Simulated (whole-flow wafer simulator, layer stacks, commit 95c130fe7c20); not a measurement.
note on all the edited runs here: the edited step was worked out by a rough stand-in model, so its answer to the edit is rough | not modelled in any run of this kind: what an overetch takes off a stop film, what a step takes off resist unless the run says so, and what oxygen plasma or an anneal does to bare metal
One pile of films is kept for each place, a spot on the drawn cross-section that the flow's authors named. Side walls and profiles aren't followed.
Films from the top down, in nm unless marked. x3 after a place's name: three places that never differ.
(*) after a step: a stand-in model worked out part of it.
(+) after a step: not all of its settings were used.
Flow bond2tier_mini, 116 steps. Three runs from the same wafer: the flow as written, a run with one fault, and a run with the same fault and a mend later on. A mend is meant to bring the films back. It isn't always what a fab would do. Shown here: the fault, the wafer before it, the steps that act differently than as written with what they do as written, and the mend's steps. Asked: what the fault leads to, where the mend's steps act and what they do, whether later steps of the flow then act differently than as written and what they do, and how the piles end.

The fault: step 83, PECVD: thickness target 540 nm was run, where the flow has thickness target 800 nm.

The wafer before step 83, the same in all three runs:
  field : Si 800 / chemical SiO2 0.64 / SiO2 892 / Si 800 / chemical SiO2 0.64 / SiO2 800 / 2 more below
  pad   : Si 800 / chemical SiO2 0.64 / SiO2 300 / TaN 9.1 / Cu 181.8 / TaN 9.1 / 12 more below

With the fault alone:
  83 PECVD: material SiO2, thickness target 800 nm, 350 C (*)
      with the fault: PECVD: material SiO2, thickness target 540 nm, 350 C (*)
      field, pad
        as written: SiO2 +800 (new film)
        with the fault: SiO2 +540 (new film)
  Later steps of the flow that act differently than as written:
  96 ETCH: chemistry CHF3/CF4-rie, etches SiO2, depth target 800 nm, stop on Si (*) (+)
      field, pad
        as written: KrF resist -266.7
        with the fault: KrF resist -251.5
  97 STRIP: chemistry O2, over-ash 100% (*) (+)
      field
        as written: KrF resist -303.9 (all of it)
        with the fault: KrF resist -319.1 (all of it)
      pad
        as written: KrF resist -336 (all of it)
        with the fault: KrF resist -351.1 (all of it)
  At the end the piles differ from the flow's by more than 2% or 0.5 nm, whichever is larger, at field, pad.
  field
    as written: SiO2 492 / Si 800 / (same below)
    with the fault: SiO2 232 / Si 800 / (same below)
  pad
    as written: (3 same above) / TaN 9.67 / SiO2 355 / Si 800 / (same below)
    with the fault: (3 same above) / TaN 9.67 / SiO2 95 / Si 800 / (same below)

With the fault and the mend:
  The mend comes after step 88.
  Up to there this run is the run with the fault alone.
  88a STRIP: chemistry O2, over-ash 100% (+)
      field
        KrF resist -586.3 (all of it)
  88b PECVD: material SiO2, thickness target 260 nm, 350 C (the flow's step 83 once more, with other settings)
      field, pad
        SiO2 +260
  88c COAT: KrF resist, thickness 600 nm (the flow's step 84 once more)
      field, pad
        KrF resist +600 (new film)
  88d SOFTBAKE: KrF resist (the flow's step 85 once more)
      changes no film at any place that is followed
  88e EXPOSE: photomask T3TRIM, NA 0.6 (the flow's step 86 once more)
      changes no film at any place that is followed
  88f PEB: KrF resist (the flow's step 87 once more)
      changes no film at any place that is followed
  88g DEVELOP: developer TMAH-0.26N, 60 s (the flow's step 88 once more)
      field
        KrF resist -13.7
      pad
        KrF resist -600 (all of it)
  No later step of the flow acts differently than as written at any place that is followed.
  At the end the piles are the same as the flow's at every place that both follow.
